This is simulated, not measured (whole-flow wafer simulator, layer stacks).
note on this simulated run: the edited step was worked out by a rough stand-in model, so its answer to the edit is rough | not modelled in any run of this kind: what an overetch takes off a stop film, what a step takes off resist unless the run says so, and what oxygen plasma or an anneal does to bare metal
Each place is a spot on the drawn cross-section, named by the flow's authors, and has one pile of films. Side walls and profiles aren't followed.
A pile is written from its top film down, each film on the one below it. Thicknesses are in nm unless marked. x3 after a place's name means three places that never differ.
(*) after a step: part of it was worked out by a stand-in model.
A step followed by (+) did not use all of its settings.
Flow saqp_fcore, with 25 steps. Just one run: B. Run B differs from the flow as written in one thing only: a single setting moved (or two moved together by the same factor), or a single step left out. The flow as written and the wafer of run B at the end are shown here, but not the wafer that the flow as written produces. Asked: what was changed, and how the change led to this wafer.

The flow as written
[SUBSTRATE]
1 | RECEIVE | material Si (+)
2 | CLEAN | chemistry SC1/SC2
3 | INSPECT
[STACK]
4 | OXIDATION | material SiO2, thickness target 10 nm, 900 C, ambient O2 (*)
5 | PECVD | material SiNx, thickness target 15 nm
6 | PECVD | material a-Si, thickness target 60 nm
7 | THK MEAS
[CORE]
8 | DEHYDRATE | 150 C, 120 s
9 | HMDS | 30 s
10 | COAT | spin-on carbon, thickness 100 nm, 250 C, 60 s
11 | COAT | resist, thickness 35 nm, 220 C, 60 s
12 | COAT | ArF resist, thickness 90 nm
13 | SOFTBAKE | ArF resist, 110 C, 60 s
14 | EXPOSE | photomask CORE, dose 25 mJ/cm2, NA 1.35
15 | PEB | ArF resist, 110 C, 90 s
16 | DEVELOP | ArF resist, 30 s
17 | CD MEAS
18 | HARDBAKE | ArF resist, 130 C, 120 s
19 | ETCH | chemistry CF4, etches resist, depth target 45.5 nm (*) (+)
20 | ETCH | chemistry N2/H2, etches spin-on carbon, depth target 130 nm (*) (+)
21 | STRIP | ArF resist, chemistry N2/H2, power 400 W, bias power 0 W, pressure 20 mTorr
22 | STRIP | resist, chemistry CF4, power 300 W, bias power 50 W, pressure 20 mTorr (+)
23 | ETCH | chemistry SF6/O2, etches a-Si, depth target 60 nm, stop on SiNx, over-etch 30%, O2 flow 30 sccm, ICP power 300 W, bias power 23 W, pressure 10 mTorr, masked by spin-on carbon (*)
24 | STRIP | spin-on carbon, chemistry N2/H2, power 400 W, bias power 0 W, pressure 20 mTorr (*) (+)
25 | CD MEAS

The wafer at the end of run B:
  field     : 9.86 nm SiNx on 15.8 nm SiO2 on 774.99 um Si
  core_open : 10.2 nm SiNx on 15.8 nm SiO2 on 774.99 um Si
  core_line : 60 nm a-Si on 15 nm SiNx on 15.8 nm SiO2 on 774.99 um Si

The reason: step 4, OXIDATION: thickness target 15.8 nm was run, whereas the flow has thickness target 10 nm.
One can read it off the wafer: field has SiO2 15.8, and step 4 as written asks for 10 nm.

The path from the change to this, step by step:
  4 | OXIDATION | material SiO2, thickness target 10 nm, 900 C, ambient O2 (*)
      field, core_open, core_line: +15.8 SiO2 (new film), -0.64 chemical SiO2 (all of it), -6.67 Si (as written it would have been: +10 SiO2 (new film), -0.64 chemical SiO2 (all of it), -4.12 Si)
